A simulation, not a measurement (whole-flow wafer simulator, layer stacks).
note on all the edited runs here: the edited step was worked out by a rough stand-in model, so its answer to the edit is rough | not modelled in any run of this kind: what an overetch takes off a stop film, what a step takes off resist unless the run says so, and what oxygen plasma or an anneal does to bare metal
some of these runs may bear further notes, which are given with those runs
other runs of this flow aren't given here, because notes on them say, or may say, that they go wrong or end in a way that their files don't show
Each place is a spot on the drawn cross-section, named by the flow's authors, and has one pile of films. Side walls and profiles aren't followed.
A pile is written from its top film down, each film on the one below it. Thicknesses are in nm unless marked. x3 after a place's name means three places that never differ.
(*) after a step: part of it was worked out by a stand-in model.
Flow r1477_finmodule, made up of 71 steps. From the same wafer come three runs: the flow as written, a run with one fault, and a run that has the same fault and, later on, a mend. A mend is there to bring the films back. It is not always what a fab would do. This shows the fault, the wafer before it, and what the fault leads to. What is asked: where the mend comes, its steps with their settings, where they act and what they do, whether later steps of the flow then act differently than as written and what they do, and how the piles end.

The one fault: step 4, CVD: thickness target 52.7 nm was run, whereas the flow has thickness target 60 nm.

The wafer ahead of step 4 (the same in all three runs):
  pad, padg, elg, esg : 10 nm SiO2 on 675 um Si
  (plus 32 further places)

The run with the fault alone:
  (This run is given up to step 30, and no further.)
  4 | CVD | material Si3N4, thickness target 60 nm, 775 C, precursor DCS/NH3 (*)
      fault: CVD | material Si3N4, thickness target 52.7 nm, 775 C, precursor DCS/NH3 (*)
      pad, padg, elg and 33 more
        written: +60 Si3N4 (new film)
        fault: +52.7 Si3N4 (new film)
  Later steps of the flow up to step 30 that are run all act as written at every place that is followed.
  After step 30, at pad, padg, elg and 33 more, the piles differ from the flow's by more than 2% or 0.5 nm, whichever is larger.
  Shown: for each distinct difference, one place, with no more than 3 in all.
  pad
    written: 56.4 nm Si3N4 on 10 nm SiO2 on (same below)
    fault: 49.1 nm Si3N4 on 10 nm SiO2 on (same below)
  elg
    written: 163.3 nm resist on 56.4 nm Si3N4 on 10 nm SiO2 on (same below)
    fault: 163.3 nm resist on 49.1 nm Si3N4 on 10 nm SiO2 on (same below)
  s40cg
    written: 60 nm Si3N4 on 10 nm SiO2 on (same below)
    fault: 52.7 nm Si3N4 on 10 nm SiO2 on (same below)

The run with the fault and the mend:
  The mend stands after step 5.
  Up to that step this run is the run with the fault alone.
  5a | ETCH | chemistry h3po4, depth target 60.61 nm
      pad, padg, elg and 33 more
        -52.7 Si3N4 (all of it)
  5b | CLEAN | chemistry SC1/SC2 (the flow's step 2, run once more)
      alters no film at any place that is followed
  5c | CVD | material Si3N4, thickness target 60 nm, 775 C, precursor DCS/NH3 (*) (the flow's step 4, run once more)
      pad, padg, elg and 33 more
        +60 Si3N4 (new film)
  Later steps of the flow that are run all act as written at every place that is followed.
  The piles end the same as the flow's at every place that both follow.
